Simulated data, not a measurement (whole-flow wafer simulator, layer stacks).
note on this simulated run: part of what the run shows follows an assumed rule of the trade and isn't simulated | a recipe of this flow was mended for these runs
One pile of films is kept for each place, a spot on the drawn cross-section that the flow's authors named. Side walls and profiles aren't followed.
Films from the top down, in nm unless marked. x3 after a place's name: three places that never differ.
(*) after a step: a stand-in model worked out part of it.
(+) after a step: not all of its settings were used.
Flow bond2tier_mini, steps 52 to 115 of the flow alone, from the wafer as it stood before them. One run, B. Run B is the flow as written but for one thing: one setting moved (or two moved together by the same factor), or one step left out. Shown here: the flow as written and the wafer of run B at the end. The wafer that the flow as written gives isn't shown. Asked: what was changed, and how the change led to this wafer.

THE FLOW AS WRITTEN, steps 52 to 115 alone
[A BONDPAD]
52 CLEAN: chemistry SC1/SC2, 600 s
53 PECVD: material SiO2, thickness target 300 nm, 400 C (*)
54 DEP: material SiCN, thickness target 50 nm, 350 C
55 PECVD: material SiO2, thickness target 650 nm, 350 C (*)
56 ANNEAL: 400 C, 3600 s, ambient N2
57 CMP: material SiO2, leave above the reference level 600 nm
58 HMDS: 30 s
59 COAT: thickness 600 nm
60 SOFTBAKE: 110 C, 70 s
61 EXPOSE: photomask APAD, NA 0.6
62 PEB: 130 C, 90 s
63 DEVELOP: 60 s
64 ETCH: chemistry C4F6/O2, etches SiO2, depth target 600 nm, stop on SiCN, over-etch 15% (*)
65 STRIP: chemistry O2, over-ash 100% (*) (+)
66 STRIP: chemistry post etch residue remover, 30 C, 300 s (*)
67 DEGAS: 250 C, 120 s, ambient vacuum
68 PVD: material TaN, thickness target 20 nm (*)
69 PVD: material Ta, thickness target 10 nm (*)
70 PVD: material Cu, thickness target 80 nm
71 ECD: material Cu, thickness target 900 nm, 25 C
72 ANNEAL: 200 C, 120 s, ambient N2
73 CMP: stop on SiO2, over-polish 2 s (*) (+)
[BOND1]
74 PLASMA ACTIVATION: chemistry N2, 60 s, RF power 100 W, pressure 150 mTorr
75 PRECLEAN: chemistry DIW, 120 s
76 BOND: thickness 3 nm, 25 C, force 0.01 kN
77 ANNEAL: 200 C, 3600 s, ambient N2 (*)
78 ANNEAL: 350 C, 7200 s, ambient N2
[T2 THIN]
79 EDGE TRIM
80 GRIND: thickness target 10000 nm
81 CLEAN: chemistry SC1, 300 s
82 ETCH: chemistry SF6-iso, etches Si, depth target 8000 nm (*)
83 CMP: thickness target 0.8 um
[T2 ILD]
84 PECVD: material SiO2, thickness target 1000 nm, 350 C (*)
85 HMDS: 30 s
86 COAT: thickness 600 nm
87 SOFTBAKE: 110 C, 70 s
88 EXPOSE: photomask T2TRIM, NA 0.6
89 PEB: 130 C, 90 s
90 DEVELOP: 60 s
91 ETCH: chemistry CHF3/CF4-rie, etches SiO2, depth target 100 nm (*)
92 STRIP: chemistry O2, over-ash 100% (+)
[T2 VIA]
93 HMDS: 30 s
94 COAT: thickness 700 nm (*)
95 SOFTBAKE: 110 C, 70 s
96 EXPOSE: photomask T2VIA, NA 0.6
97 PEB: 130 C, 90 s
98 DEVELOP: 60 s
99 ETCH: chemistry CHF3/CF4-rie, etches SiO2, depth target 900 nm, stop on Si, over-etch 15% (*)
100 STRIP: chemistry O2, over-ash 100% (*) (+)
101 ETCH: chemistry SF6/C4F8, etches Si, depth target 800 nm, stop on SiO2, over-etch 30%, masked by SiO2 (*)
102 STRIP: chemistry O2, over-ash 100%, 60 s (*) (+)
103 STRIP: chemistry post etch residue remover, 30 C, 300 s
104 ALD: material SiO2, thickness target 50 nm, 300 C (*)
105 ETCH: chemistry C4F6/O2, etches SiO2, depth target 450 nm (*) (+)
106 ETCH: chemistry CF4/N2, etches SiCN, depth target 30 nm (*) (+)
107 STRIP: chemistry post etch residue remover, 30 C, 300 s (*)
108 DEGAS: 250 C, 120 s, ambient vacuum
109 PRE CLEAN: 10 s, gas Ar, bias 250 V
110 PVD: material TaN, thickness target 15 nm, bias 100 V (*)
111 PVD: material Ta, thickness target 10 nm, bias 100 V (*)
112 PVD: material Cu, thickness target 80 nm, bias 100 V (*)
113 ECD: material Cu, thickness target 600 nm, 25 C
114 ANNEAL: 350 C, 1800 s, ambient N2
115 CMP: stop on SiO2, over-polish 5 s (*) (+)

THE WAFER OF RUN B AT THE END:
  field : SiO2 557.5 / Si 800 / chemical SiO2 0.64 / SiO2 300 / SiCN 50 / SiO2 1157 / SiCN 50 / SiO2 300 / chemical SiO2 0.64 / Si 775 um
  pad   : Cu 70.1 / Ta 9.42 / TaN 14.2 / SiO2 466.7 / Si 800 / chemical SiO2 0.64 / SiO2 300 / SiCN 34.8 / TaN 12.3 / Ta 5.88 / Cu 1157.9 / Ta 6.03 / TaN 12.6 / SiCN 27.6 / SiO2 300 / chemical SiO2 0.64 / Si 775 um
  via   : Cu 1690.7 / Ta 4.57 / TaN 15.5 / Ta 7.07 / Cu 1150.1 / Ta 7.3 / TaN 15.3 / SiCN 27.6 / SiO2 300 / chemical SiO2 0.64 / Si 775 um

The cause: step 57, CMP: leave above the reference level 557 nm was run, where the flow has leave above the reference level 600 nm; step 59, COAT: thickness 557 nm was run, where the flow has thickness 600 nm.

How the change led to this, step by step:
  57 CMP: material SiO2, leave above the reference level 600 nm
      field, pad, via: SiO2 -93 (as written it would be: SiO2 -50)
  59 COAT: thickness 600 nm
      field, pad, via: thick-KrF-resist +557 (new film) (as written it would be: thick-KrF-resist +600 (new film))
  62 PEB: 130 C, 90 s
      field, pad, via: thick-KrF-resist -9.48 (as written it would be: thick-KrF-resist -10.3)
  63 DEVELOP: 60 s
      pad, via: thick-KrF-resist -547.5 (all of it) (as written it would be: thick-KrF-resist -589.7 (all of it))
  64 ETCH: chemistry C4F6/O2, etches SiO2, depth target 600 nm, stop on SiCN, over-etch 15% (*)
      pad, via: SiO2 -557 (all of it), SiCN -22.4 (as written it would be: SiO2 -600 (all of it), SiCN -15.2)
      field: thick-KrF-resist -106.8 (as written it would be: thick-KrF-resist -115)
  65 STRIP: chemistry O2, over-ash 100% (*) (+)
      field: thick-KrF-resist -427 (all of it) (as written it would be: thick-KrF-resist -460.9 (all of it))
  70 PVD: material Cu, thickness target 80 nm
      pad: Cu +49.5 (new film) (as written it would be: Cu +48.4 (new film))
      via: Cu +60.7 (new film) (as written it would be: Cu +59 (new film))
  71 ECD: material Cu, thickness target 900 nm, 25 C
      pad: Cu +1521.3 (as written it would be: Cu +1558.7)
      via: Cu +1506.1 (as written it would be: Cu +1544.3)
